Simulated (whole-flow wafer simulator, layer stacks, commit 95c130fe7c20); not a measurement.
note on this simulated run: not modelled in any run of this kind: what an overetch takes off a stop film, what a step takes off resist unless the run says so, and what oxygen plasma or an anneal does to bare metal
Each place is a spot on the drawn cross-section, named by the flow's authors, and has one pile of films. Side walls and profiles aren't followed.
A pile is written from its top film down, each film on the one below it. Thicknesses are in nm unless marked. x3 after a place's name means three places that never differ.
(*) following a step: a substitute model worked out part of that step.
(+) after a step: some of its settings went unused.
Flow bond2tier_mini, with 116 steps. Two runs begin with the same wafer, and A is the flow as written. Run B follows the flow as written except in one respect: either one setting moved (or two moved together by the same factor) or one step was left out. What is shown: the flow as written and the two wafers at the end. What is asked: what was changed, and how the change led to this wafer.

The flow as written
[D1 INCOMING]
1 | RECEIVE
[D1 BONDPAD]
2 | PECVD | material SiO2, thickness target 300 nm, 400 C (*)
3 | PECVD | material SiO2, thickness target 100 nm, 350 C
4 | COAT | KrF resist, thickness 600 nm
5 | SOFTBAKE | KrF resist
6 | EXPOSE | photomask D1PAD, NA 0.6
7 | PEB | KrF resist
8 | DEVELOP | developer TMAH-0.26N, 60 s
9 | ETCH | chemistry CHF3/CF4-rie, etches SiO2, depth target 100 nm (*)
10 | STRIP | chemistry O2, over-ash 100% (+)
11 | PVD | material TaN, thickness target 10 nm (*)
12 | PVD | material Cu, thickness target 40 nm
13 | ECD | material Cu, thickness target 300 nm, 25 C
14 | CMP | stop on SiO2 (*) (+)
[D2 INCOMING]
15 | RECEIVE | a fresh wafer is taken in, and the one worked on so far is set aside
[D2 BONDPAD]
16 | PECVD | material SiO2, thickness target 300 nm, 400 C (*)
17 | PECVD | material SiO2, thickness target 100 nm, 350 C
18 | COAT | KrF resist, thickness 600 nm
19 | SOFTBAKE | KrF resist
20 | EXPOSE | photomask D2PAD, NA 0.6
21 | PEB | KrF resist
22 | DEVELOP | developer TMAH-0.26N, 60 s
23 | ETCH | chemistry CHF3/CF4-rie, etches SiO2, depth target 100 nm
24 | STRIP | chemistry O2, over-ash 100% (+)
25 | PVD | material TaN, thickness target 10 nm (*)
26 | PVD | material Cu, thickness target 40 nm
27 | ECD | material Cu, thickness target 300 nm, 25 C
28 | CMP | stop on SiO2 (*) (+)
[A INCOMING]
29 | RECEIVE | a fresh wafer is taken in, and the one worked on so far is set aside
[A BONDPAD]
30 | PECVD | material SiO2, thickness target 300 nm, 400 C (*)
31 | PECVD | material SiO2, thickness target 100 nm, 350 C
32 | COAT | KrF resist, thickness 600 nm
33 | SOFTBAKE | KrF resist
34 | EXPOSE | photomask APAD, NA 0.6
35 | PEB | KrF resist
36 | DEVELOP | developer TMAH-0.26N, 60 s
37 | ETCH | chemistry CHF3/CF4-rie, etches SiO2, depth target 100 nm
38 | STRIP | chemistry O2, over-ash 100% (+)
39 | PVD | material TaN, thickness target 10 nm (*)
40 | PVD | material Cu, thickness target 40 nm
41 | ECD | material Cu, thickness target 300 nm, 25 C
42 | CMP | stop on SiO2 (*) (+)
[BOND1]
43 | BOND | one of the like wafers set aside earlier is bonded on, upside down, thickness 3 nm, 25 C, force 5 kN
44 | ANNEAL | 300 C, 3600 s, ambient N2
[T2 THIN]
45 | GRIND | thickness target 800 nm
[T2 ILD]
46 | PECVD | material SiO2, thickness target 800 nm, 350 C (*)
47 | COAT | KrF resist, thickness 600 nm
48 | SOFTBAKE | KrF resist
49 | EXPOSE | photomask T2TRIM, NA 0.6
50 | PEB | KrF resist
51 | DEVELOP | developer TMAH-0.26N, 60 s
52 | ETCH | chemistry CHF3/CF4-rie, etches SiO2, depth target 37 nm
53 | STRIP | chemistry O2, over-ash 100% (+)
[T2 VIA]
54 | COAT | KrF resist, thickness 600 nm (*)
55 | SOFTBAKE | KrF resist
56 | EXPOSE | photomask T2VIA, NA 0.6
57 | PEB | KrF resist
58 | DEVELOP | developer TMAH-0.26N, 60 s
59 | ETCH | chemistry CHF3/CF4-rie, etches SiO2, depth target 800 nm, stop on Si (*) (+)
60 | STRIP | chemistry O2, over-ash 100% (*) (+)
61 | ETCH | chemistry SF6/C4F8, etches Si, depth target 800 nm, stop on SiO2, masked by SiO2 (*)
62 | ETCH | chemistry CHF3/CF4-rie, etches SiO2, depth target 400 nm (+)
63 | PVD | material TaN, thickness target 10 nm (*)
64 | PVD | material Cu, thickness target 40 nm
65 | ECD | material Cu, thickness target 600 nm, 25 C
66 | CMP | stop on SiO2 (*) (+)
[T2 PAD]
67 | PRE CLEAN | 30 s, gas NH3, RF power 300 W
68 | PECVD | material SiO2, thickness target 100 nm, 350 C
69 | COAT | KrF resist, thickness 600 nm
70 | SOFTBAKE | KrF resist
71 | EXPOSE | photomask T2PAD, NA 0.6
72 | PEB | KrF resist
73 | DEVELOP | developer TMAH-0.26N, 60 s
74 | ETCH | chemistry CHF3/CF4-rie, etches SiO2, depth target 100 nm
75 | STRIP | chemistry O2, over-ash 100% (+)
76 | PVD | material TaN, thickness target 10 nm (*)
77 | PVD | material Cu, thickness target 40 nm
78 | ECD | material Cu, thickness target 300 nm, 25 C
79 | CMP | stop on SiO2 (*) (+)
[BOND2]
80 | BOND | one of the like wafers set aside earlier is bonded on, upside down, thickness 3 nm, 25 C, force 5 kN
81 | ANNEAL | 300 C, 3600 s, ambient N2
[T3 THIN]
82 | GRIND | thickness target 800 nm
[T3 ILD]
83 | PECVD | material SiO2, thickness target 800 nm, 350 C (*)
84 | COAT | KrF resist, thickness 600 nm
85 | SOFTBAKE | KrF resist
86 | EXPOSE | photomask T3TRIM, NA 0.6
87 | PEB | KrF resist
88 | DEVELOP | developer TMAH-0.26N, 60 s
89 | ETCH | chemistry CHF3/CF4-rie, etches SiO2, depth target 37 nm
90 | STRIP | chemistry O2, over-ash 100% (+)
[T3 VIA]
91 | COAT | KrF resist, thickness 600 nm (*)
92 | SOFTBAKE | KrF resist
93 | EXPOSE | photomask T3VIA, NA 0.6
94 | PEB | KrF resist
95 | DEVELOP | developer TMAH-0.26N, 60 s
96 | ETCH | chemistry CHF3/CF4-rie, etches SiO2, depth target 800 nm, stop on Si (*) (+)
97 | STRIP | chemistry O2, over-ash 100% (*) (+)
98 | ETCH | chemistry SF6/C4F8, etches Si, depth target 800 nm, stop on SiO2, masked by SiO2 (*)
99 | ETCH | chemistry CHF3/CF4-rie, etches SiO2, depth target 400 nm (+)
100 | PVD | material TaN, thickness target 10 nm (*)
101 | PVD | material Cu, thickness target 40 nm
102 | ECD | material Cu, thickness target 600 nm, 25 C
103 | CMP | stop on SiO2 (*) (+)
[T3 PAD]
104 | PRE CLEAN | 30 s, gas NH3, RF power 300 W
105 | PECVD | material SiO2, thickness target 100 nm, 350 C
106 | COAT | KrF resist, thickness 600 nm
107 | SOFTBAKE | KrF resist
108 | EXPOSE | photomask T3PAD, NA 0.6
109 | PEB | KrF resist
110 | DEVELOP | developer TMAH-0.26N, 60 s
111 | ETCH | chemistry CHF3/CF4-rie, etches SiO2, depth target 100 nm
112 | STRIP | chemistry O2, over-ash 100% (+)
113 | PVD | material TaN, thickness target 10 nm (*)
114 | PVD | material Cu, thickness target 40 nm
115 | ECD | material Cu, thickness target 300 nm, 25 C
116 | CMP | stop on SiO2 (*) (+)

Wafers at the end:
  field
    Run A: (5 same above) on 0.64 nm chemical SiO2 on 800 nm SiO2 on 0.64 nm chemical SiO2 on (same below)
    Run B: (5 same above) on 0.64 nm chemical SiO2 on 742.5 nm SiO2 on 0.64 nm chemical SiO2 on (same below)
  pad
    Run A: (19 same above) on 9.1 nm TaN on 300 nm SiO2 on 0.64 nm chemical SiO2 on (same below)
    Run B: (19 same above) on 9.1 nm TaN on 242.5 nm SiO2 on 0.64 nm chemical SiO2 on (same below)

Cause: step 31, PECVD: thickness target 42.5 nm was run, though the flow has thickness target 100 nm.

Step by step, how the change led to this:
  31 | PECVD | material SiO2, thickness target 100 nm, 350 C
      field, pad, via: A +100 SiO2 | B +42.5 SiO2
